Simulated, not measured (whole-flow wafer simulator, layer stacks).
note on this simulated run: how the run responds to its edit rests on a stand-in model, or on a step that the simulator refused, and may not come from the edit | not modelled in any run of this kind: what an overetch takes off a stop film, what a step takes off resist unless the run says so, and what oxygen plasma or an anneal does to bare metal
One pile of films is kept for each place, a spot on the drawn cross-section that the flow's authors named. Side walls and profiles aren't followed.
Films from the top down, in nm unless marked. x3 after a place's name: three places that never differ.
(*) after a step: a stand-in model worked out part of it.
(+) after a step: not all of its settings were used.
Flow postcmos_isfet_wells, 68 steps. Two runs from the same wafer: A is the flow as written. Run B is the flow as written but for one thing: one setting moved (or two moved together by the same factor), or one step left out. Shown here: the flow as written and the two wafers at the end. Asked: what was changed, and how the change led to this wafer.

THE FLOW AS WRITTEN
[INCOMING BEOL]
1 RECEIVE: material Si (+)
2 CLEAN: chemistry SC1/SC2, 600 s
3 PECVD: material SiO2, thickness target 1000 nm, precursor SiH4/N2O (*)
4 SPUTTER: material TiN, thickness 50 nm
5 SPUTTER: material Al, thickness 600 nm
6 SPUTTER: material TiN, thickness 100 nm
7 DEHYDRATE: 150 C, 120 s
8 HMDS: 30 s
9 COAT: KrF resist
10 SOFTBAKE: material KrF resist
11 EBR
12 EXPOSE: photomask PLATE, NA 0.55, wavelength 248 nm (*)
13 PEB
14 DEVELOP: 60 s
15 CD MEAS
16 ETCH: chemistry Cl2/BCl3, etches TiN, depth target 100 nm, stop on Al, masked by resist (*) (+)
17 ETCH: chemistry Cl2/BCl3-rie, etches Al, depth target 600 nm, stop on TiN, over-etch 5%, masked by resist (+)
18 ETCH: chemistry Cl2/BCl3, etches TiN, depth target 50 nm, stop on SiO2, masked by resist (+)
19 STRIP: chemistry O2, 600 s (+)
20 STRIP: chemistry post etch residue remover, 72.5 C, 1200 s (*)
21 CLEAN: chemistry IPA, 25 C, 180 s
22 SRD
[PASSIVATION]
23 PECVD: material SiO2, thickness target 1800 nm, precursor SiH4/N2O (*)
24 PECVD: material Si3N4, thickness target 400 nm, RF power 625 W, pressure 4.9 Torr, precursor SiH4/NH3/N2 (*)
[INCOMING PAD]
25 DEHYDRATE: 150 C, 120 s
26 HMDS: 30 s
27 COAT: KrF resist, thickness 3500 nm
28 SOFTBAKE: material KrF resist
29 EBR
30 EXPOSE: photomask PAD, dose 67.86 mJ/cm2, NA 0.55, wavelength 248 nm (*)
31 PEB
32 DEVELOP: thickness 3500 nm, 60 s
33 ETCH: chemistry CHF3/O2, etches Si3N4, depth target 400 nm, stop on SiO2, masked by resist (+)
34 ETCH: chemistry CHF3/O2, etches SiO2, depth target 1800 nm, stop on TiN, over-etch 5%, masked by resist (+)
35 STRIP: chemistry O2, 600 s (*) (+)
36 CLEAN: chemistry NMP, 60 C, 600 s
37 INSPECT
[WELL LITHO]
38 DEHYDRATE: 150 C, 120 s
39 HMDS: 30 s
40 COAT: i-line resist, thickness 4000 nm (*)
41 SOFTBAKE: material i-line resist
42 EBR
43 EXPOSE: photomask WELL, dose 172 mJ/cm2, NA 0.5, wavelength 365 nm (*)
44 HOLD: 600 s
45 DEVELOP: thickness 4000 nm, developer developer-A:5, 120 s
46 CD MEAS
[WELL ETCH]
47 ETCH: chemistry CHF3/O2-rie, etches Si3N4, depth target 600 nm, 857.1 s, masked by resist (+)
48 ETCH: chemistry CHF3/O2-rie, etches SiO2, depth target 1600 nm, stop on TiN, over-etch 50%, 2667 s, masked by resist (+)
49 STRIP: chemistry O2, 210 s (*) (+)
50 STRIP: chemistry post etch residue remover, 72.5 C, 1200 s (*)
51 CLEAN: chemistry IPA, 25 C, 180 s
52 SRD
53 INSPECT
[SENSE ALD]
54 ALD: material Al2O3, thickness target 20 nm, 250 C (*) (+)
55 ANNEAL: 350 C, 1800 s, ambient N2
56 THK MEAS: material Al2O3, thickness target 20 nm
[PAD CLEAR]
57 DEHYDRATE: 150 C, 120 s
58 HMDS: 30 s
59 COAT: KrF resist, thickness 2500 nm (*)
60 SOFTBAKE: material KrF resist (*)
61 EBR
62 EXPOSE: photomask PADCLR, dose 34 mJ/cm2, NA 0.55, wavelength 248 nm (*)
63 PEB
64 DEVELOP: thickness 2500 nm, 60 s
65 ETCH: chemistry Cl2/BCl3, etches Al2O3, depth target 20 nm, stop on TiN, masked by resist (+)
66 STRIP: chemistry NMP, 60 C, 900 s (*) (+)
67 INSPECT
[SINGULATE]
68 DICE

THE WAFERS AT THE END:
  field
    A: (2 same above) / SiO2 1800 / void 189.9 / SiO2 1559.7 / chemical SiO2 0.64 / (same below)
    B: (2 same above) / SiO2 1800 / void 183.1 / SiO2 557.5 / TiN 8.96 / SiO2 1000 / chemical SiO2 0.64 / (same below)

The cause: step 18, ETCH: depth target 40.62 nm was run, where the flow has depth target 50 nm.

How the change led to this, step by step:
  18 ETCH: chemistry Cl2/BCl3, etches TiN, depth target 50 nm, stop on SiO2, masked by resist (+)
      field: A TiN -50 (all of it) | B TiN -40.6
      margin, well900, well1300, well2000, well3000, pad_rim, pad_clr, pad_open: A KrF resist -20 | B KrF resist -16.2
  23 PECVD: material SiO2, thickness target 1800 nm, precursor SiH4/N2O (*)
      field: A SiO2 +1800 (new film), void +189.9 (new film), SiO2 +559.7 | B SiO2 +1800 (new film), void +183.1 (new film), SiO2 +557.5 (new film)
Counting metal films that touch as one body, field has 1 body; the flow as written gives 0 bodies.
